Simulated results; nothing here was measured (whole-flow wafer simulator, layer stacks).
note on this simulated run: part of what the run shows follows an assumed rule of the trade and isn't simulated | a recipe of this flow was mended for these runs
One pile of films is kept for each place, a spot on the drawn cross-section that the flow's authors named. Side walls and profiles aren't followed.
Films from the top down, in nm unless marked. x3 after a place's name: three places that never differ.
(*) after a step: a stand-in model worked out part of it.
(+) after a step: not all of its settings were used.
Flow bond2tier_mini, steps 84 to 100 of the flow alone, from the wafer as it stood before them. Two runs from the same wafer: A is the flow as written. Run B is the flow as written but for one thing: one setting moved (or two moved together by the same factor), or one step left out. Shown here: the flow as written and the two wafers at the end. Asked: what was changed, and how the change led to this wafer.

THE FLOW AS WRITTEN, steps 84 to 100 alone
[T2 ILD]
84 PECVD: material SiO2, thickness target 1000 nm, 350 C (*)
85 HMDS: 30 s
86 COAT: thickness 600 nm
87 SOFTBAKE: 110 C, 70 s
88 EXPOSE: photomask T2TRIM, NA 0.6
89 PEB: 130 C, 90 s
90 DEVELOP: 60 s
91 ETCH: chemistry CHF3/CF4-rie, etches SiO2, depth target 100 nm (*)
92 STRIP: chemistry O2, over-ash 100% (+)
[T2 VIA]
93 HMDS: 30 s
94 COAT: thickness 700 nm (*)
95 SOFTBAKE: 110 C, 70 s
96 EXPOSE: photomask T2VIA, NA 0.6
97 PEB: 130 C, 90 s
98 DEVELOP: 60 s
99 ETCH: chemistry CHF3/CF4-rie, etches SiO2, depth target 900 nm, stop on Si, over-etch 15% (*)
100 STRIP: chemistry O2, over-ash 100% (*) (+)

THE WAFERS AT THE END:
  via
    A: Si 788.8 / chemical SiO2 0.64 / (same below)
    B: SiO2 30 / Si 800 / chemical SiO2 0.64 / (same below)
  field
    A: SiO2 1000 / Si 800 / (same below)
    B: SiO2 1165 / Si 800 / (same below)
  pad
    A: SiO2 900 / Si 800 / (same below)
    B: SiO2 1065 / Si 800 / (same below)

The cause: step 84, PECVD: thickness target 1165 nm was run, where the flow has thickness target 1000 nm.
It can be read off the wafer: field has SiO2 1165, and step 84 as written asks for 1000 nm.

How the change led to this, step by step:
  84 PECVD: material SiO2, thickness target 1000 nm, 350 C (*)
      field, pad, via: A SiO2 +1000 (new film) | B SiO2 +1165 (new film)
  99 ETCH: chemistry CHF3/CF4-rie, etches SiO2, depth target 900 nm, stop on Si, over-etch 15% (*)
      via: A SiO2 -900 (all of it), Si -11.2 | B SiO2 -1035
